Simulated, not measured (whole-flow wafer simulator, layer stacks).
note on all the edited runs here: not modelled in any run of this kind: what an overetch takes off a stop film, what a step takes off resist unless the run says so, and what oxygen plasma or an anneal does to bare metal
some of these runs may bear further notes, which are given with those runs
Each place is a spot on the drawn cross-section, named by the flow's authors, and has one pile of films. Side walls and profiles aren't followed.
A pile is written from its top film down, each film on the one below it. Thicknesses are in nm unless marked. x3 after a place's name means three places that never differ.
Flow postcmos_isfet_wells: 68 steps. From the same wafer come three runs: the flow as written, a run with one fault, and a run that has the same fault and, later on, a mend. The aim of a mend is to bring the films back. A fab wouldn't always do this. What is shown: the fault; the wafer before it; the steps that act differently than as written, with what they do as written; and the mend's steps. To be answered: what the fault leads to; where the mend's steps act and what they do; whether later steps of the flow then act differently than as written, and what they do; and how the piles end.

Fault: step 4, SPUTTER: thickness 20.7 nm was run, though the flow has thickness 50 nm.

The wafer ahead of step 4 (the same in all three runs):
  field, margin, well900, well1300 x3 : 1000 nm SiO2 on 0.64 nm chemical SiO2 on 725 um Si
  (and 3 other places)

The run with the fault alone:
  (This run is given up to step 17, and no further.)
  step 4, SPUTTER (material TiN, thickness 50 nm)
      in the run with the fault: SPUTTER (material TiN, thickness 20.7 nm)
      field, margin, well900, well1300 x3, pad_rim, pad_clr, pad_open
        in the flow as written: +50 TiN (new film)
        in the run with the fault: +20.7 TiN (new film)
  Later steps of the flow up to step 17 that are run all act as written at every place that is followed.
  Once step 17 is done, the piles at field, margin, well900, well1300 x3, pad_rim, pad_clr, pad_open depart from the flow's by more than 2% or 0.5 nm, whichever is larger.
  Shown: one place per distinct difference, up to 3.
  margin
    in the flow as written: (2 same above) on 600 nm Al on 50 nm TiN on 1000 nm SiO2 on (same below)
    in the run with the fault: (2 same above) on 600 nm Al on 20.7 nm TiN on 1000 nm SiO2 on (same below)
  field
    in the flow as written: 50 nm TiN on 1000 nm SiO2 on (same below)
    in the run with the fault: 20.7 nm TiN on 1000 nm SiO2 on (same below)

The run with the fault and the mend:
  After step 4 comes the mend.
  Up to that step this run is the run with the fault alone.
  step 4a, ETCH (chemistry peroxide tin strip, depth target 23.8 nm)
      field, margin, well900, well1300 x3, pad_rim, pad_clr, pad_open
        -20.7 TiN (all of it)
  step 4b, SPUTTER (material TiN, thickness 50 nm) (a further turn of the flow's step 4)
      field, margin, well900, well1300 x3, pad_rim, pad_clr, pad_open
        +50 TiN (new film)
  Later steps of the flow that are run all act as written at every place that is followed.
  At every place that both follow, the piles at the end match the flow's.
